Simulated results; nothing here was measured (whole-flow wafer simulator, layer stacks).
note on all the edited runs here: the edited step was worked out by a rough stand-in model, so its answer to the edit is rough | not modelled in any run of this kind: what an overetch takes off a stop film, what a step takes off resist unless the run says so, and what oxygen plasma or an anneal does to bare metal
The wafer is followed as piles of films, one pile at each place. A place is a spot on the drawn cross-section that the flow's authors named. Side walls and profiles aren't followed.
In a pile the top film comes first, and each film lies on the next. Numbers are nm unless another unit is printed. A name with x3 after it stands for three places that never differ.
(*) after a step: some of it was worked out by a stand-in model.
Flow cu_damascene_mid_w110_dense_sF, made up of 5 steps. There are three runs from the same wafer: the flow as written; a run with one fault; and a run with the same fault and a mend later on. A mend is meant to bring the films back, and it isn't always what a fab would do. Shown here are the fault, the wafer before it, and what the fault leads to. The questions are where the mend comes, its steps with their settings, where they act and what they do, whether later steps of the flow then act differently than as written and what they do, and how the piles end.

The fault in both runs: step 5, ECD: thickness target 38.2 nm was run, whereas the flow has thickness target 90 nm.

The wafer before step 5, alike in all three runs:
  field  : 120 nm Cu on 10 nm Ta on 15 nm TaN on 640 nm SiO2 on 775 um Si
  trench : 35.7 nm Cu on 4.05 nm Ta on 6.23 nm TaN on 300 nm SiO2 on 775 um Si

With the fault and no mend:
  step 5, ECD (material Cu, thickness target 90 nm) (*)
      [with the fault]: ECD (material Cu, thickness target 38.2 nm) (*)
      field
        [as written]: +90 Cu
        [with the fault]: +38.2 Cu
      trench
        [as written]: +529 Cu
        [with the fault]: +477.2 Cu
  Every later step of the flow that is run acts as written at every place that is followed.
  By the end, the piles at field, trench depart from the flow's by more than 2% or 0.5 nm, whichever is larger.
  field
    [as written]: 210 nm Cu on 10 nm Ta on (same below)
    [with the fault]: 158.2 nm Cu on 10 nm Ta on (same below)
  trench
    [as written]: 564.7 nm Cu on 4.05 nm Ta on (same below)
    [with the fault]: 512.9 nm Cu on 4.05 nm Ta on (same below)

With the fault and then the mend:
  The mend follows step 5.
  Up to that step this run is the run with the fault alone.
  step 5a, ECD (material Cu, thickness target 51.8 nm) (a further turn of the flow's step 5, with different settings)
      field, trench
        +51.8 Cu
  Every later step of the flow that is run acts as written at every place that is followed.
  The piles end the same as the flow's at every place that both follow.
